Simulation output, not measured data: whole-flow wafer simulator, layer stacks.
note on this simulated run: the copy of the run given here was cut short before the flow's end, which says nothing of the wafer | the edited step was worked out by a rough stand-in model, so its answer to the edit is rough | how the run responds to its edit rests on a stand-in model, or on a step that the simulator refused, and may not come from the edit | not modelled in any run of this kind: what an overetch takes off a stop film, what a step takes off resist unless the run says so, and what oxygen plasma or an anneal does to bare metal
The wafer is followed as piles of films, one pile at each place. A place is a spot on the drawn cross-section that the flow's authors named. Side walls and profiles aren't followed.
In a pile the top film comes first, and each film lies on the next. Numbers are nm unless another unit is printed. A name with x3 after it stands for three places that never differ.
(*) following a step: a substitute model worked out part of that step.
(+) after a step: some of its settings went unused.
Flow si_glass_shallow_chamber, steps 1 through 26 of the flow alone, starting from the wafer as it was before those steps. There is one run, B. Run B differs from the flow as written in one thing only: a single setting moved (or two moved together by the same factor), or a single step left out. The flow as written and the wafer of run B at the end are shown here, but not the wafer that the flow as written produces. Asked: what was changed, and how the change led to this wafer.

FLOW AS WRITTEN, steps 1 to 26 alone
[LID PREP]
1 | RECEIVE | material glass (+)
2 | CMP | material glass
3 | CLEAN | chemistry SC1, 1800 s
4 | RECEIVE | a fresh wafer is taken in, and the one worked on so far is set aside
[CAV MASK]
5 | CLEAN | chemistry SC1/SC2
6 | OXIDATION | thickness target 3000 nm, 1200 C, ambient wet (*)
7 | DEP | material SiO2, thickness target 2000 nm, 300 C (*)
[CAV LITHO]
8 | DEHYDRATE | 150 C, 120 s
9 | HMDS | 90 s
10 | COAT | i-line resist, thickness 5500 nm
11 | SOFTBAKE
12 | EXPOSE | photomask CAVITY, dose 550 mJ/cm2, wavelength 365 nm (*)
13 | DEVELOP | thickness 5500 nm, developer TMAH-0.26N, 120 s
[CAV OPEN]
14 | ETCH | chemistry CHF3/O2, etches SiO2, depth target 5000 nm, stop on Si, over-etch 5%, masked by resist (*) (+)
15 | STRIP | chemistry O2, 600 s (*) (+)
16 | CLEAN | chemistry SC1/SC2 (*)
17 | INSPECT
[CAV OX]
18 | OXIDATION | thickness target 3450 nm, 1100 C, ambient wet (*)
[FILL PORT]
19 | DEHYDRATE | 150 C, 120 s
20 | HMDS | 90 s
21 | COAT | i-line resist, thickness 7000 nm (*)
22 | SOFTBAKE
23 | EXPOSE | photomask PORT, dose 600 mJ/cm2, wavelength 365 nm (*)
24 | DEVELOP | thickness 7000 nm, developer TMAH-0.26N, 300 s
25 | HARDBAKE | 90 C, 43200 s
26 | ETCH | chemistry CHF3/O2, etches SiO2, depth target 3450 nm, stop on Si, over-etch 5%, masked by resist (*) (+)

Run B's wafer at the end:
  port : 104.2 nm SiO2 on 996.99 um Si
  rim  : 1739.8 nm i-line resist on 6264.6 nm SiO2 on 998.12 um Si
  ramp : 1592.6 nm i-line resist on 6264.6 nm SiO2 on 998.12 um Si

Cause: step 18, OXIDATION: 1130 C was run, though the flow has 1100 C.

Step by step, how the change led to this:
  18 | OXIDATION | thickness target 3450 nm, 1100 C, ambient wet (*)
      rim, ramp, septum, ring: +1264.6 SiO2, -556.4 Si (as written it would have been: +1109.8 SiO2, -488.3 Si)
      cav, port: +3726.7 SiO2 (new film), -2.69 chemical SiO2 (all of it), -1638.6 Si (as written it would have been: +3450 SiO2 (new film), -2.69 chemical SiO2 (all of it), -1516.8 Si)
  25 | HARDBAKE | 90 C, 43200 s
      ramp: -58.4 i-line resist (as written it would have been: -57.1 i-line resist)
  26 | ETCH | chemistry CHF3/O2, etches SiO2, depth target 3450 nm, stop on Si, over-etch 5%, masked by resist (*) (+)
      port: -3622.5 SiO2 (as written it would have been: -3450 SiO2 (all of it), -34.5 Si)
